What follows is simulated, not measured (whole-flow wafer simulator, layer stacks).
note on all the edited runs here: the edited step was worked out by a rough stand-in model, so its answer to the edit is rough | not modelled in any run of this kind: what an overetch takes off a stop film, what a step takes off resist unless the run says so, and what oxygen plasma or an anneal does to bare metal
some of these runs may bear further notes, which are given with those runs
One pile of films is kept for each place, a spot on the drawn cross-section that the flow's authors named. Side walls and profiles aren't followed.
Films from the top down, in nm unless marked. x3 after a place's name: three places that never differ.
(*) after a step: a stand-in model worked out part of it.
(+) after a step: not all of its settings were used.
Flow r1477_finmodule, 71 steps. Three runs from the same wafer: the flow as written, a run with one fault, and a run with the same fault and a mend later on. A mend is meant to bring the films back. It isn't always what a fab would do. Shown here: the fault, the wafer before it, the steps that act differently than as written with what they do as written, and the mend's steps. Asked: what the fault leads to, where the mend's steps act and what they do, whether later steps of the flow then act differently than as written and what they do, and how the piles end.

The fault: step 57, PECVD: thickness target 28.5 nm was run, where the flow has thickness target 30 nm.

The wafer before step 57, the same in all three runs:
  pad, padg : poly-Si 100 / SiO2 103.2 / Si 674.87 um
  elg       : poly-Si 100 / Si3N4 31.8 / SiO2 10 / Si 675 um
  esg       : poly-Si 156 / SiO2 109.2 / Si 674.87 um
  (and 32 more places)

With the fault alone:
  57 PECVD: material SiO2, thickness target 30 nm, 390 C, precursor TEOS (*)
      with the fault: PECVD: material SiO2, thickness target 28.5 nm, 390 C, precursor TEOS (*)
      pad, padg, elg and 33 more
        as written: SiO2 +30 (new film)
        with the fault: SiO2 +28.5 (new film)
  Later steps of the flow that act differently than as written (1 more step differs only slightly, by at most 2% or 0.5 nm, whichever is larger, and isn't shown):
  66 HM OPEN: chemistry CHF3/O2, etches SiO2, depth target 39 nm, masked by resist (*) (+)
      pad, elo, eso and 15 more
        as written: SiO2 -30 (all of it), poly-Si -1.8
        with the fault: SiO2 -28.5 (all of it), poly-Si -2.1
  At the end the piles differ from the flow's by more than 2% or 0.5 nm, whichever is larger, at padg, elg, esg and 15 more.
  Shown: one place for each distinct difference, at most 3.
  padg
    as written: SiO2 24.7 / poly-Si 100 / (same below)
    with the fault: SiO2 23.2 / poly-Si 100 / (same below)
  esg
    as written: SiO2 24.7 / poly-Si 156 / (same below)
    with the fault: SiO2 23.2 / poly-Si 156 / (same below)
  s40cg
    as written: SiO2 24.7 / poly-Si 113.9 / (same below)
    with the fault: SiO2 23.2 / poly-Si 113.9 / (same below)

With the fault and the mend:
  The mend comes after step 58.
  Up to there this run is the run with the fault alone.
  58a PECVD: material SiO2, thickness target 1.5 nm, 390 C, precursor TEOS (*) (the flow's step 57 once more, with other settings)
      pad, padg, elg and 33 more
        SiO2 +1.5
  No later step of the flow acts differently than as written, at any place that is followed, by more than 2% or 0.5 nm, whichever is larger.
  At the end the piles are the same as the flow's at every place that both follow.
